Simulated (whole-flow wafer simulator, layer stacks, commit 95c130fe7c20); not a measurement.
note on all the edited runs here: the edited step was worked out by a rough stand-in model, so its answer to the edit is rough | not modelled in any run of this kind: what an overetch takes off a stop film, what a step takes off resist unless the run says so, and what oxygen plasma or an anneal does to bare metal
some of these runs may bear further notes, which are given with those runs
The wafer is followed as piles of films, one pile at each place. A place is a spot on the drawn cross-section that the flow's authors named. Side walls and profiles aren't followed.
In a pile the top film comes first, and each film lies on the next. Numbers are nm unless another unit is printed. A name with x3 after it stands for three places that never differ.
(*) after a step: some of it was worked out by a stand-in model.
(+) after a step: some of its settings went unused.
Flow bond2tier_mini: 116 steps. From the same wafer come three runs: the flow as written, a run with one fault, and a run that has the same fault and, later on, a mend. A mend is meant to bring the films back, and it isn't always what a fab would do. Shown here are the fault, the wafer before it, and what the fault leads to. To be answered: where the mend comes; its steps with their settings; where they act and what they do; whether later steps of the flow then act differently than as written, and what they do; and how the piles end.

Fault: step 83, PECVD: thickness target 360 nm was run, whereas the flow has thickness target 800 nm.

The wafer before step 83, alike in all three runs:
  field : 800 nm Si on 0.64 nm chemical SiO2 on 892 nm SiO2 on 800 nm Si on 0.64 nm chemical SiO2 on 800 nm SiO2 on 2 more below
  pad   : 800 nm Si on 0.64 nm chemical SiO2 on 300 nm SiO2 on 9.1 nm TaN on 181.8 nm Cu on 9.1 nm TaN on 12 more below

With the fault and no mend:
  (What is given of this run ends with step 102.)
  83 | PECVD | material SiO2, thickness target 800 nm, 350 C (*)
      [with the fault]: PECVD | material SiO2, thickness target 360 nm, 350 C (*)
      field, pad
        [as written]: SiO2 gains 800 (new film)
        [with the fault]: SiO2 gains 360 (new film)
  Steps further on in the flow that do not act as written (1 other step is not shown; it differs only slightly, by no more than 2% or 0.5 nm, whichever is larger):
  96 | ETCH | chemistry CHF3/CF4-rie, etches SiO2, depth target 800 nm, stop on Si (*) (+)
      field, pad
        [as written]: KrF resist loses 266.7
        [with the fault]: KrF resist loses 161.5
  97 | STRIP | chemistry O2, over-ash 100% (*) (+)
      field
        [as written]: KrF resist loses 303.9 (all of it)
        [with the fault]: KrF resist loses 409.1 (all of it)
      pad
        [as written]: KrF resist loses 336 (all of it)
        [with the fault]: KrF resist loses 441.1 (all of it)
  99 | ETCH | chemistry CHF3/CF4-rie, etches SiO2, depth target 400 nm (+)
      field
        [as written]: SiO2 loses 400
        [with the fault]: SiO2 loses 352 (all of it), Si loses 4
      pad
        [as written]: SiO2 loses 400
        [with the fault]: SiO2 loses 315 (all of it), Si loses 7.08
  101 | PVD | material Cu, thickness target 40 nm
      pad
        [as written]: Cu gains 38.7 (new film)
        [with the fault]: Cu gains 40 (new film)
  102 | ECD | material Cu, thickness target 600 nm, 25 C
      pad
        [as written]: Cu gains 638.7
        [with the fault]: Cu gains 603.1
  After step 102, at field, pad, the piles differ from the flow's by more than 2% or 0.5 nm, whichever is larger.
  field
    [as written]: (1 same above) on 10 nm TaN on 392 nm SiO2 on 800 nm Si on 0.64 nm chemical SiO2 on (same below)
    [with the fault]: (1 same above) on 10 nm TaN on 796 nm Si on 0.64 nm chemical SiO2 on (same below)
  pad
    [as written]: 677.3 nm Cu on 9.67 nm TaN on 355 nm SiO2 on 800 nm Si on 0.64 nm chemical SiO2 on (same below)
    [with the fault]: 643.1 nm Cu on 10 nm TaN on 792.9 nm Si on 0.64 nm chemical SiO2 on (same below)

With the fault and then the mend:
  The mend stands after step 88.
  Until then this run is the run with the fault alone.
  88a | STRIP | chemistry O2, over-ash 100% (+)
      field
        KrF resist loses 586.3 (all of it)
  88b | PECVD | material SiO2, thickness target 440 nm, 350 C (*) (the flow's step 83, run once more with other settings)
      field, pad
        SiO2 gains 440
  88c | COAT | KrF resist, thickness 600 nm (the flow's step 84, run once more)
      field, pad
        KrF resist gains 600 (new film)
  88d | SOFTBAKE | KrF resist (the flow's step 85, run once more)
      alters no film at any place that is followed
  88e | EXPOSE | photomask T3TRIM, NA 0.6 (the flow's step 86, run once more)
      alters no film at any place that is followed
  88f | PEB | KrF resist (the flow's step 87, run once more)
      alters no film at any place that is followed
  88g | DEVELOP | developer TMAH-0.26N, 60 s (the flow's step 88, run once more)
      field
        KrF resist loses 13.7
      pad
        KrF resist loses 600 (all of it)
  Later steps of the flow that are run all act as written at every place that is followed.
  The piles end the same as the flow's at every place that both follow.
